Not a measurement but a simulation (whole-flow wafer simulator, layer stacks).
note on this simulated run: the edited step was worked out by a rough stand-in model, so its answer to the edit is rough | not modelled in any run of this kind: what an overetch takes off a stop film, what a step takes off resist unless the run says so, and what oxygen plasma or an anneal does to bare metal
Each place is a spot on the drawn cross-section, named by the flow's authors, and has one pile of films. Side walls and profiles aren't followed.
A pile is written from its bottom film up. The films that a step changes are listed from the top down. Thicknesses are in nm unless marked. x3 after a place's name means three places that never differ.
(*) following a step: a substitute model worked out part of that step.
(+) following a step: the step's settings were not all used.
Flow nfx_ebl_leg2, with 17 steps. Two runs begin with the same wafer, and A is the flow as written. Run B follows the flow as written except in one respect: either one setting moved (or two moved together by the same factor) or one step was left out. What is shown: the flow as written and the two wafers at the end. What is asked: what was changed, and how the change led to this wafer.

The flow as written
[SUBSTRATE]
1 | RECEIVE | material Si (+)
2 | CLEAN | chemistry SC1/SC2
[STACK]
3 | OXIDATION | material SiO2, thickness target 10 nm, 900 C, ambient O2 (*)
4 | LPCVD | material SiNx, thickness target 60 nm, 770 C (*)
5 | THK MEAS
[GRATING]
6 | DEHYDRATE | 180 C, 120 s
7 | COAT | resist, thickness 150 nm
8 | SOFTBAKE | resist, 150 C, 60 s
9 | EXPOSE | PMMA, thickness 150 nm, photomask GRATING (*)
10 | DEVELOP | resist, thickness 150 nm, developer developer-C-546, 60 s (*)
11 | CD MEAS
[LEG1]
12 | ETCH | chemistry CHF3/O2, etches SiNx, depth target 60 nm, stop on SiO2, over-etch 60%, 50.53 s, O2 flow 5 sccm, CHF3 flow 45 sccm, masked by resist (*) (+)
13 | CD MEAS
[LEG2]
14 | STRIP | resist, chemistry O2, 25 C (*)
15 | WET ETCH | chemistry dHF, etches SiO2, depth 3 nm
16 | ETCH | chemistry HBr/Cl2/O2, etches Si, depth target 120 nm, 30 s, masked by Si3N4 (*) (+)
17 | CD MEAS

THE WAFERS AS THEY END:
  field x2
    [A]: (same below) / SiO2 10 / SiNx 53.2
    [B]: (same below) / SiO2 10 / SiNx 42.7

What caused this: step 4, LPCVD: thickness target 49.5 nm was run, whereas the flow has thickness target 60 nm.

How this came from the change, step by step:
  4 | LPCVD | material SiNx, thickness target 60 nm, 770 C (*)
      field x2, pad x2: A SiNx gains 60 (new film) | B SiNx gains 49.5 (new film)
  12 | ETCH | chemistry CHF3/O2, etches SiNx, depth target 60 nm, stop on SiO2, over-etch 60%, 50.53 s, O2 flow 5 sccm, CHF3 flow 45 sccm, masked by resist (*) (+)
      pad x2: A SiNx loses 60 (all of it), SiO2 loses 10 (all of it) | B SiNx loses 49.5 (all of it), SiO2 loses 10 (all of it)
